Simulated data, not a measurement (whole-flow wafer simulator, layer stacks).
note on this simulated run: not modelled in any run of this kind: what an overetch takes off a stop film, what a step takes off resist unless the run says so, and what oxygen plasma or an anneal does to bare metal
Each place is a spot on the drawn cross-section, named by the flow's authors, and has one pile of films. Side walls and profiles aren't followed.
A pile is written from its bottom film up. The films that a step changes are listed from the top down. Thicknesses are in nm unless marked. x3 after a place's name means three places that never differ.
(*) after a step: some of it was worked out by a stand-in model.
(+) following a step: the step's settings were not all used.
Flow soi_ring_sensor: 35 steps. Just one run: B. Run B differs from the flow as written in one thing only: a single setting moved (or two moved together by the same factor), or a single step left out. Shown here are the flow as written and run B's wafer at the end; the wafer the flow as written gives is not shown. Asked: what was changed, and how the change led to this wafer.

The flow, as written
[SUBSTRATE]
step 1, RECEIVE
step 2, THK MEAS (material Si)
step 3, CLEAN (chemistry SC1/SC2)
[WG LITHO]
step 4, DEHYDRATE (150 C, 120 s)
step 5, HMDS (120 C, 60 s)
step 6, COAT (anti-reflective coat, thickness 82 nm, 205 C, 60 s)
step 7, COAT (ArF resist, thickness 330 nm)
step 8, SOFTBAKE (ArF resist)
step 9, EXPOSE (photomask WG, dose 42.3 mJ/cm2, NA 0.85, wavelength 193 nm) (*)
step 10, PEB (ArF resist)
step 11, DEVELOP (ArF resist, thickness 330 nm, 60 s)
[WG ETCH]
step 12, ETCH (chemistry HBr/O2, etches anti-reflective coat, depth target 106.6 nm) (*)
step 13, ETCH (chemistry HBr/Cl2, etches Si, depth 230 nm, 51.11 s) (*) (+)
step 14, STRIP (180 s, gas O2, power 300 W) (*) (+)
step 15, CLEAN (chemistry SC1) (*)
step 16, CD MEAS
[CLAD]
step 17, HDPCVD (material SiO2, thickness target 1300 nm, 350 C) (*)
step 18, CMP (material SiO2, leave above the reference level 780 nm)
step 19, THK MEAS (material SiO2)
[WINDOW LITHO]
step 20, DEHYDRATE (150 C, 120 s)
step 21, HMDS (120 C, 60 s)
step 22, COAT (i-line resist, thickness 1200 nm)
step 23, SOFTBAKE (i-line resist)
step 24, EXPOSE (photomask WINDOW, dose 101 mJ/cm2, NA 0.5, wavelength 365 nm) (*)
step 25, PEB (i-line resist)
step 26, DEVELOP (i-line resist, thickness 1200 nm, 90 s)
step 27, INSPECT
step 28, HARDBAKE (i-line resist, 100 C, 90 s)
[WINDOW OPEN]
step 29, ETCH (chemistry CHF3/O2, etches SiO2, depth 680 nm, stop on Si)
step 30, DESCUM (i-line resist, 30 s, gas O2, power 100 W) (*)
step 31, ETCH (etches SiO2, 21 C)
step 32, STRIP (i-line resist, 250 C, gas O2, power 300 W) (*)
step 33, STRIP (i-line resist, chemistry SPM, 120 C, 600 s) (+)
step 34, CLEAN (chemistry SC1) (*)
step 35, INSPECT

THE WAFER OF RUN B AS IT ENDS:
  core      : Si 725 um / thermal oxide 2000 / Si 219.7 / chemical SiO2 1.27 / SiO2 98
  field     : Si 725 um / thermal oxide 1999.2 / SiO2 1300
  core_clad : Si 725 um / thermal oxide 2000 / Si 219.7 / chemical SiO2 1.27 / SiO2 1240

What caused this: step 18, CMP: leave above the reference level 1240 nm was run, while the flow as written has leave above the reference level 780 nm.
The wafer lets one read it off: core_clad has SiO2 1240, and step 18 as written asks for 780 nm.

Step by step, how the change led to this:
  step 18, CMP (material SiO2, leave above the reference level 780 nm)
      gap, window, field, gap_clad: nothing (it would be, as written: -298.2 SiO2)
      core, core_clad: -60 SiO2 (it would be, as written: -520 SiO2)
  step 22, COAT (i-line resist, thickness 1200 nm)
      core, core_clad: +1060 i-line resist (new film) (it would be, as written: +1200 i-line resist (new film))
  step 23, SOFTBAKE (i-line resist)
      core, core_clad: -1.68 i-line resist (it would be, as written: nothing)
      gap, gap_clad: -2.1 i-line resist (it would be, as written: nothing)
      (also at 1 further place)
  step 25, PEB (i-line resist)
      core, core_clad: -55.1 i-line resist (it would be, as written: -62.8 i-line resist)
  step 26, DEVELOP (i-line resist, thickness 1200 nm, 90 s)
      core: -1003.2 i-line resist (all of it) (it would be, as written: -1137.2 i-line resist (all of it))
  step 31, ETCH (etches SiO2, 21 C)
      core: -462 SiO2 (it would be, as written: -100 SiO2 (all of it), -1.27 chemical SiO2 (all of it))
  step 32, STRIP (i-line resist, 250 C, gas O2, power 300 W) (*)
      core: nothing (it would be, as written: +1.23 chemical SiO2 (new film), -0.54 Si)
      core_clad: -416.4 i-line resist (all of it) (it would be, as written: -550.1 i-line resist (all of it))
